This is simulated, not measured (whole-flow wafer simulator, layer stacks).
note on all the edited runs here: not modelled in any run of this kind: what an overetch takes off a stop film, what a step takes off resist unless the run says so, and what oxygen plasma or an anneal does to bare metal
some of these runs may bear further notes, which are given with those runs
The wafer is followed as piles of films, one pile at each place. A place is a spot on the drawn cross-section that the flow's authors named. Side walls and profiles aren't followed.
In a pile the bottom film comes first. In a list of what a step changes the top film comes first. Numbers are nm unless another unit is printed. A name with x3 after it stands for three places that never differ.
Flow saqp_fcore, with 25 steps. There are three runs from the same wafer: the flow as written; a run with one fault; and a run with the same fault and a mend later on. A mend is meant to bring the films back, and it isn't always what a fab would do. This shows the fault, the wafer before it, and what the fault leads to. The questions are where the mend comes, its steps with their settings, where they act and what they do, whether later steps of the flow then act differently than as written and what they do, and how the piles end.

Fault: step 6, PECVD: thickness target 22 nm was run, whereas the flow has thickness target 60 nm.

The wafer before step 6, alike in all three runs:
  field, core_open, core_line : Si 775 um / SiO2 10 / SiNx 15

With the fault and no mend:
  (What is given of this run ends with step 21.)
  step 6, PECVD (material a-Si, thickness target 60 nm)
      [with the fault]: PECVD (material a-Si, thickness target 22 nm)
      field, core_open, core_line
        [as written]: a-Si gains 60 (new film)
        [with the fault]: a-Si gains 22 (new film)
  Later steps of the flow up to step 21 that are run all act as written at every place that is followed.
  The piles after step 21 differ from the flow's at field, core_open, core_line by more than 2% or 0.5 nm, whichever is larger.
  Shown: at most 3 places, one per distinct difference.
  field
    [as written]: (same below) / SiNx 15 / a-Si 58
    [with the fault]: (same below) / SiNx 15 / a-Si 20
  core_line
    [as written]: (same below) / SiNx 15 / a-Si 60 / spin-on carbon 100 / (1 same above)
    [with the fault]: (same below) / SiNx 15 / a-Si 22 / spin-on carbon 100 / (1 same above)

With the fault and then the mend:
  The mend follows step 7.
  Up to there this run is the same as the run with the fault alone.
  step 7a, ETCH (chemistry tmah, depth target 25.3 nm)
      field, core_open, core_line
        a-Si loses 22 (all of it)
  step 7b, PECVD (material a-Si, thickness target 60 nm) (a further turn of the flow's step 6)
      field, core_open, core_line
        a-Si gains 60 (new film)
  Later steps of the flow that are run all act as written at every place that is followed.
  The piles end the same as the flow's at every place that both follow.
